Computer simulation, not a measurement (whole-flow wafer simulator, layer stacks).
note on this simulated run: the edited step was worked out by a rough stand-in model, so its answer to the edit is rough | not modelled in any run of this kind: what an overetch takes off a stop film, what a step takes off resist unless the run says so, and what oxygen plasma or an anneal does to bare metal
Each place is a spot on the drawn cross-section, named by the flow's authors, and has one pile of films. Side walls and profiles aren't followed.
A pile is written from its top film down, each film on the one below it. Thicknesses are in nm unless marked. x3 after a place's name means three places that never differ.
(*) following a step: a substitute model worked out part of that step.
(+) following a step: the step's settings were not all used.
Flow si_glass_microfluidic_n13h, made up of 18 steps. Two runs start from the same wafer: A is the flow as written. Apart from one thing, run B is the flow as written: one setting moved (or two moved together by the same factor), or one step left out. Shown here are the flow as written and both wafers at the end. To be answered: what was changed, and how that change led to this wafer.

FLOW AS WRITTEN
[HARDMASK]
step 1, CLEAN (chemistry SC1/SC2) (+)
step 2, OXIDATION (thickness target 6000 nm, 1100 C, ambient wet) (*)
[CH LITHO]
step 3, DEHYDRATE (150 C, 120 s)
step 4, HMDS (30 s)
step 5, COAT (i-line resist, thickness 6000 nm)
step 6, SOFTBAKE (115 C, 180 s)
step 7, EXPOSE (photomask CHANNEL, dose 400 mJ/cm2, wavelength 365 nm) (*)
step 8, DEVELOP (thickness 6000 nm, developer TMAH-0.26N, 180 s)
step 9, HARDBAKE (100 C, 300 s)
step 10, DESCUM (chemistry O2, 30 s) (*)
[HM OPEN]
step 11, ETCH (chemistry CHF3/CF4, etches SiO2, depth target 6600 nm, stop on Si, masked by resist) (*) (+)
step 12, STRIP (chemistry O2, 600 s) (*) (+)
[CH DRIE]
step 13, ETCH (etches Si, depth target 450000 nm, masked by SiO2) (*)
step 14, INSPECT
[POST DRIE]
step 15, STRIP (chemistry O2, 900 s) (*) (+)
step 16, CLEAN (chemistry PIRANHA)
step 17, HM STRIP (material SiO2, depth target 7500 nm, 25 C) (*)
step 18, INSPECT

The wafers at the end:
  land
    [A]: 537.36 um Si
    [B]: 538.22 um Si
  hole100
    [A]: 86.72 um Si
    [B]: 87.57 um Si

The reason: step 2, OXIDATION: thickness target 4050 nm was run, whereas the flow has thickness target 6000 nm.

The path from the change to this, step by step:
  step 2, OXIDATION (thickness target 6000 nm, 1100 C, ambient wet) (*)
      land, hole100: A SiO2 gains 6000 (new film), chemical SiO2 loses 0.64 (all of it), Si loses 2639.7 | B SiO2 gains 4050 (new film), chemical SiO2 loses 0.64 (all of it), Si loses 1781.7
  step 11, ETCH (chemistry CHF3/CF4, etches SiO2, depth target 6600 nm, stop on Si, masked by resist) (*) (+)
      land: A i-line resist loses 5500 | B i-line resist loses 5062.5
      hole100: A SiO2 loses 6000 (all of it) | B SiO2 loses 4050 (all of it)
  step 12, STRIP (chemistry O2, 600 s) (*) (+)
      land: A i-line resist loses 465 (all of it) | B i-line resist loses 902.5 (all of it)
  step 17, HM STRIP (material SiO2, depth target 7500 nm, 25 C) (*)
      land: A SiO2 loses 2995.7 (all of it) | B SiO2 loses 1045.7 (all of it)
